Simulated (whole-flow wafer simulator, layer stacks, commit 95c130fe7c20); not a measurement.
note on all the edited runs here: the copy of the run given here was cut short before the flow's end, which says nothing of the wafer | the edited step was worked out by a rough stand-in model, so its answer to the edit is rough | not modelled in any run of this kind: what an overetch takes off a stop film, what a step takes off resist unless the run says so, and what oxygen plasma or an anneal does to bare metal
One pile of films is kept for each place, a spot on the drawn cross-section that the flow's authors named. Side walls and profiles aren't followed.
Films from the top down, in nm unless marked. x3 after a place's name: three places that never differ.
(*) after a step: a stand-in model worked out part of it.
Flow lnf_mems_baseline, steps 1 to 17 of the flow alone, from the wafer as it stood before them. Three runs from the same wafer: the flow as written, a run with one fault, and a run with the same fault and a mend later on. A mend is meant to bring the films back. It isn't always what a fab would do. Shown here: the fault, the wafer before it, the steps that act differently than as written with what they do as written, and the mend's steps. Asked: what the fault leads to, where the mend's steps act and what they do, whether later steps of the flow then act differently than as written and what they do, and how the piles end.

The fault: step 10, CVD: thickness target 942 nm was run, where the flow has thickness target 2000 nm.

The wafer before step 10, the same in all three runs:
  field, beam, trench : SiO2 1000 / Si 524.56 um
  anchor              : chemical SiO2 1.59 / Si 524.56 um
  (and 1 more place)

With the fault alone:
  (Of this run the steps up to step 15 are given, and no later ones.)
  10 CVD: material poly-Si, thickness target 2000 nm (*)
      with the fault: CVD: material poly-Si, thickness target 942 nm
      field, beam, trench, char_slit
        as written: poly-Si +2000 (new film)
        with the fault: poly-Si +942 (new film)
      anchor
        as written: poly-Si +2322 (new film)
        with the fault: poly-Si +942 (new film)
  Later steps of the flow that act differently than as written (1 more step differs only slightly, by at most 2% or 0.5 nm, whichever is larger, and isn't shown):
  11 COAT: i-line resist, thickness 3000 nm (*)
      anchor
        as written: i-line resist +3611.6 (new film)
        with the fault: i-line resist +3897 (new film)
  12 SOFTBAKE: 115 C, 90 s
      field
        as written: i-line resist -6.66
        with the fault: i-line resist -10.3
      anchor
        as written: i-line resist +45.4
        with the fault: i-line resist +70.6
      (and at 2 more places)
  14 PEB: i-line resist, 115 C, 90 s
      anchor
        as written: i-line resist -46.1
        with the fault: i-line resist -51.8
  After step 15 the piles differ from the flow's by more than 2% or 0.5 nm, whichever is larger, at field, anchor, beam, trench, char_slit.
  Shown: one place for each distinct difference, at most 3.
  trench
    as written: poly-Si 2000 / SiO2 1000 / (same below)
    with the fault: poly-Si 942 / SiO2 1000 / (same below)
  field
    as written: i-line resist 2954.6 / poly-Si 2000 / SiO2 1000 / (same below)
    with the fault: i-line resist 2948.7 / poly-Si 942 / SiO2 1000 / (same below)
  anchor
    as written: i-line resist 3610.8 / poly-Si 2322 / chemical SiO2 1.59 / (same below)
    with the fault: i-line resist 3915.7 / poly-Si 942 / chemical SiO2 1.59 / (same below)

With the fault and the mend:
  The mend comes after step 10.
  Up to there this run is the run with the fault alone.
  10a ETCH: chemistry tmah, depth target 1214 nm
      field, anchor, beam, trench, char_slit
        poly-Si -942 (all of it)
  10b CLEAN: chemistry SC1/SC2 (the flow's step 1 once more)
      changes no film at any place that is followed
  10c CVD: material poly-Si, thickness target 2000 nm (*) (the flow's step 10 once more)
      field, beam, trench, char_slit
        poly-Si +2000 (new film)
      anchor
        poly-Si +2322 (new film)
  No later step of the flow acts differently than as written at any place that is followed.
  At the end the piles are the same as the flow's at every place that both follow.
